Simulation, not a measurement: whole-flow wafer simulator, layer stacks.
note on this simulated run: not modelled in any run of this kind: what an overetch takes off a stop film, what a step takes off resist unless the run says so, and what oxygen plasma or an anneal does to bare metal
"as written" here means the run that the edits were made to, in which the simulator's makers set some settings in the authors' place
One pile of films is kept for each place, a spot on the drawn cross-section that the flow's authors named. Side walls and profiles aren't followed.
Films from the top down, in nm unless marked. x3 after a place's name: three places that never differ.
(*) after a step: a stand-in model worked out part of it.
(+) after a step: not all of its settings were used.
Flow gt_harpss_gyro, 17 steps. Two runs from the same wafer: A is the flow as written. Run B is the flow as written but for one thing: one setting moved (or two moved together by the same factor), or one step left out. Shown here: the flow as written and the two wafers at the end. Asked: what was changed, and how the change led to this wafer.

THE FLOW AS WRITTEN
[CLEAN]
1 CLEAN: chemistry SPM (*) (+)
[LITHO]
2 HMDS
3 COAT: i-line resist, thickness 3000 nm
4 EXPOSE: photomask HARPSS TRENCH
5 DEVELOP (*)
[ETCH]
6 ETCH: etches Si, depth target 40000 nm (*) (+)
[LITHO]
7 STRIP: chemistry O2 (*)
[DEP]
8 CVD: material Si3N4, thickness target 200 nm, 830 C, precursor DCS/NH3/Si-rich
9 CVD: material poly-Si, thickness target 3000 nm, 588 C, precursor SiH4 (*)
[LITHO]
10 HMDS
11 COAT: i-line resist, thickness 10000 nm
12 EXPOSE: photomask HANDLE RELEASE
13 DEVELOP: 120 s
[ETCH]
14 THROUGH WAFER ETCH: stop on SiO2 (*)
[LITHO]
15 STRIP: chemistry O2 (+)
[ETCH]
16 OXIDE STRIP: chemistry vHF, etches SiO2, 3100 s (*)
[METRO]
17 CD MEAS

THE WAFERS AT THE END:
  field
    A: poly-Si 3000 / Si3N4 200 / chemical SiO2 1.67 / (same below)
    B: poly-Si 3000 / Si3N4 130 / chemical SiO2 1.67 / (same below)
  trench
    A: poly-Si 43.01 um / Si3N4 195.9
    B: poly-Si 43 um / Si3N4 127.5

The cause: step 8, CVD: thickness target 130 nm was run, where the flow has thickness target 200 nm.
It can be read off the wafer: field has Si3N4 130, and step 8 as written asks for 200 nm.

How the change led to this, step by step:
  8 CVD: material Si3N4, thickness target 200 nm, 830 C, precursor DCS/NH3/Si-rich
      field: A Si3N4 +200 (new film) | B Si3N4 +130 (new film)
      trench: A Si3N4 +195.9 (new film) | B Si3N4 +127.5 (new film)
  9 CVD: material poly-Si, thickness target 3000 nm, 588 C, precursor SiH4 (*)
      trench: A poly-Si +43.01 um (new film) | B poly-Si +43 um (new film)
